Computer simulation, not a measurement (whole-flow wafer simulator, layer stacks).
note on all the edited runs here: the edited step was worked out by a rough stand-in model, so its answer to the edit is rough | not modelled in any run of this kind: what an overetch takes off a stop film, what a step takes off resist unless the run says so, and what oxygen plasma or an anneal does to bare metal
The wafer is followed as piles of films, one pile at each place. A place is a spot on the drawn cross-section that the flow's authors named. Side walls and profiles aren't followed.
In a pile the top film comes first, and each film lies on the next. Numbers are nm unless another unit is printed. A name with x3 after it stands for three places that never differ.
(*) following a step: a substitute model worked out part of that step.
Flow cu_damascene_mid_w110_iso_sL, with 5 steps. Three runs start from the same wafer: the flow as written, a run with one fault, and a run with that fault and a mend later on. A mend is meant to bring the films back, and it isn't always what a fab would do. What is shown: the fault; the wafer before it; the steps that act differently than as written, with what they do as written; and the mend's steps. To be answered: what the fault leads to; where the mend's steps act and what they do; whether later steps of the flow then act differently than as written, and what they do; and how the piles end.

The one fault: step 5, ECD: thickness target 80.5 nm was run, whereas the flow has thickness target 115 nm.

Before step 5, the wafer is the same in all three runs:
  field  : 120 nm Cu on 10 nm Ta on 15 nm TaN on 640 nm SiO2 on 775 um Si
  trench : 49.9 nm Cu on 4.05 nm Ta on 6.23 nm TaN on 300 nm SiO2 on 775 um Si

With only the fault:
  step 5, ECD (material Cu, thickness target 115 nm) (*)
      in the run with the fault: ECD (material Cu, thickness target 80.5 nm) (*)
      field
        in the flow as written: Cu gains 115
        in the run with the fault: Cu gains 80.5
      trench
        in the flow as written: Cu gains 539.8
        in the run with the fault: Cu gains 505.3
  None of the later steps of the flow acts differently than as written at any place that is followed.
  At field, trench, the piles at the end differ from the flow's by more than 2% or 0.5 nm, whichever is larger.
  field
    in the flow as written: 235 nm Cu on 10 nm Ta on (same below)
    in the run with the fault: 200.5 nm Cu on 10 nm Ta on (same below)
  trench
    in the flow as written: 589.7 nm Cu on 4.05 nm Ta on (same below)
    in the run with the fault: 555.2 nm Cu on 4.05 nm Ta on (same below)

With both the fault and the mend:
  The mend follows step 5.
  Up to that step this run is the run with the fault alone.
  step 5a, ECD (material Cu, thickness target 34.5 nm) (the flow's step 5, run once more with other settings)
      field, trench
        Cu gains 34.5
  None of the later steps of the flow acts differently than as written at any place that is followed.
  By the end, the piles equal the flow's at every place that both follow.
